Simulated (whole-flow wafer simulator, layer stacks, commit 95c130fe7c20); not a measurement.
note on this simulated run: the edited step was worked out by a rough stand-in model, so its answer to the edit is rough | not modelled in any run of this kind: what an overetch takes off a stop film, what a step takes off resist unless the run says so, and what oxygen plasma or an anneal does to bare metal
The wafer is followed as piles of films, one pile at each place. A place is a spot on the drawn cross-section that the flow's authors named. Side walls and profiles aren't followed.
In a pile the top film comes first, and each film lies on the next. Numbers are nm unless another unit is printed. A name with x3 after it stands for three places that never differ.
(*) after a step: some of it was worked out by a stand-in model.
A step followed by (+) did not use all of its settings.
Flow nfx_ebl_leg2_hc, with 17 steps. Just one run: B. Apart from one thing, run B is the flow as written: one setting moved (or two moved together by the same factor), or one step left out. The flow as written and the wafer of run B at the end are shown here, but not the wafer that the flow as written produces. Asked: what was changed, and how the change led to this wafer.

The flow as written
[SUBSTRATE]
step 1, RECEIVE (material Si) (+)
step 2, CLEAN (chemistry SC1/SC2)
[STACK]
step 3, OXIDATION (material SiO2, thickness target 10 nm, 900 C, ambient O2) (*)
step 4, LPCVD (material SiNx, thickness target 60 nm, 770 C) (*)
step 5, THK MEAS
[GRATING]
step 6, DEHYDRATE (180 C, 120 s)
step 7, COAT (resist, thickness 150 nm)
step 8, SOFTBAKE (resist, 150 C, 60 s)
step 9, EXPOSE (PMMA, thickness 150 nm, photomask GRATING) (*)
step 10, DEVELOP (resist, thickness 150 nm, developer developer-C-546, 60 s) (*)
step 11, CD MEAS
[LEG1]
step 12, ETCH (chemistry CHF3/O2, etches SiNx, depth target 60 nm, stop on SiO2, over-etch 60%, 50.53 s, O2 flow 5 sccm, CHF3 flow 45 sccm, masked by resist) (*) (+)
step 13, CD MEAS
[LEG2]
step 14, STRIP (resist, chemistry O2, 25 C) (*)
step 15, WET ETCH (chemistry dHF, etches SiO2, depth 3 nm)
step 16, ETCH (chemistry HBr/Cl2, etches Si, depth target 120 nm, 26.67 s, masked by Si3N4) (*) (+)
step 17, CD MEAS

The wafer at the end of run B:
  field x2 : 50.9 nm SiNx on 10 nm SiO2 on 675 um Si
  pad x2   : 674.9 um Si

The reason: step 16, ETCH: depth target 96 nm was run, whereas the flow has depth target 120 nm; step 16, ETCH: 21.33 s was run, where the flow has 26.67 s.

Step by step, how the change led to this:
  step 16, ETCH (chemistry HBr/Cl2, etches Si, depth target 120 nm, 26.67 s, masked by Si3N4) (*) (+)
      field x2: -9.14 SiNx (in the flow as written it would be: -11.4 SiNx)
      pad x2: -96 Si (in the flow as written it would be: -120 Si)
